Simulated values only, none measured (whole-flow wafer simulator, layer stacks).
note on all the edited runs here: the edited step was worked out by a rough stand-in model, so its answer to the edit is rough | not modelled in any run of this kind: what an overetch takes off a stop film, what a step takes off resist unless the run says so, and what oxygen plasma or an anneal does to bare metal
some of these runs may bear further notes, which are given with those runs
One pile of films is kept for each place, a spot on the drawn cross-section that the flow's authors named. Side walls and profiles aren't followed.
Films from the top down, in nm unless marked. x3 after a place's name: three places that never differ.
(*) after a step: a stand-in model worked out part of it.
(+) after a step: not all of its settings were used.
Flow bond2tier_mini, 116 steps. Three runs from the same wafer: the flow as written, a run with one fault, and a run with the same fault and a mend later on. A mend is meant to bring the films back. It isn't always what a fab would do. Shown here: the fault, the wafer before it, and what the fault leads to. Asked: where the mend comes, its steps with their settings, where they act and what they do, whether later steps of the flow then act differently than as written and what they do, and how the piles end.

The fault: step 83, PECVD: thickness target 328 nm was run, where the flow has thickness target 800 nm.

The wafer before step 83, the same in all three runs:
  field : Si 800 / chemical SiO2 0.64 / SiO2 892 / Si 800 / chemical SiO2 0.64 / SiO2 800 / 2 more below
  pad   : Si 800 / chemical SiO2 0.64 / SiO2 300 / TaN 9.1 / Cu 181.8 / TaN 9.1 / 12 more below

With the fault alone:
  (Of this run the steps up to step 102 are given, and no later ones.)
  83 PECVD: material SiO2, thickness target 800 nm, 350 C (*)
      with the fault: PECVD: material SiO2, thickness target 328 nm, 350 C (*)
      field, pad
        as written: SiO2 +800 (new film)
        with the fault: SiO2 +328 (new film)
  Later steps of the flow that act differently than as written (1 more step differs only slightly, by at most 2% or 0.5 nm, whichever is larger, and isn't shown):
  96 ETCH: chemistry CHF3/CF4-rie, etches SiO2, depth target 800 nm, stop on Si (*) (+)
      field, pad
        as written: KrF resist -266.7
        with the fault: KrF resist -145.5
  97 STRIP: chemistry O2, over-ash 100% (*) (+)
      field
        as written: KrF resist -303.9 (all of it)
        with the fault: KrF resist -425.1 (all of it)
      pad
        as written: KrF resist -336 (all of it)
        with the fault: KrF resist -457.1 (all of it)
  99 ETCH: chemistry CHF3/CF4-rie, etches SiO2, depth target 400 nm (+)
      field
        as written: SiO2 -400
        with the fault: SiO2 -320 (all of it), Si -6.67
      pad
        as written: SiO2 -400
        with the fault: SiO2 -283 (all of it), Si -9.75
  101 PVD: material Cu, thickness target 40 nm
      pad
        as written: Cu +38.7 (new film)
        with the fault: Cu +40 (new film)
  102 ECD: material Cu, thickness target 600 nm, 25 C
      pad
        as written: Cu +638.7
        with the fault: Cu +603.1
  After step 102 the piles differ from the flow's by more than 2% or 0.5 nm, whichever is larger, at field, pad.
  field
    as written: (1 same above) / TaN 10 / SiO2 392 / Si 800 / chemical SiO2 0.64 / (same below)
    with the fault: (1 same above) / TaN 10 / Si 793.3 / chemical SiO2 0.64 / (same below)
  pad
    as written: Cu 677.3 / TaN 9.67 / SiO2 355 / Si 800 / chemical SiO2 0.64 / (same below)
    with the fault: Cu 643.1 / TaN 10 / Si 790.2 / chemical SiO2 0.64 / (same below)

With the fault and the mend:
  The mend comes after step 88.
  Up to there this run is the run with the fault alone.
  88a STRIP: chemistry O2, over-ash 100% (+)
      field
        KrF resist -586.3 (all of it)
  88b PECVD: material SiO2, thickness target 472 nm, 350 C (*) (the flow's step 83 once more, with other settings)
      field, pad
        SiO2 +472
  88c COAT: KrF resist, thickness 600 nm (the flow's step 84 once more)
      field, pad
        KrF resist +600 (new film)
  88d SOFTBAKE: KrF resist (the flow's step 85 once more)
      changes no film at any place that is followed
  88e EXPOSE: photomask T3TRIM, NA 0.6 (the flow's step 86 once more)
      changes no film at any place that is followed
  88f PEB: KrF resist (the flow's step 87 once more)
      changes no film at any place that is followed
  88g DEVELOP: developer TMAH-0.26N, 60 s (the flow's step 88 once more)
      field
        KrF resist -13.7
      pad
        KrF resist -600 (all of it)
  No later step of the flow acts differently than as written at any place that is followed.
  At the end the piles are the same as the flow's at every place that both follow.
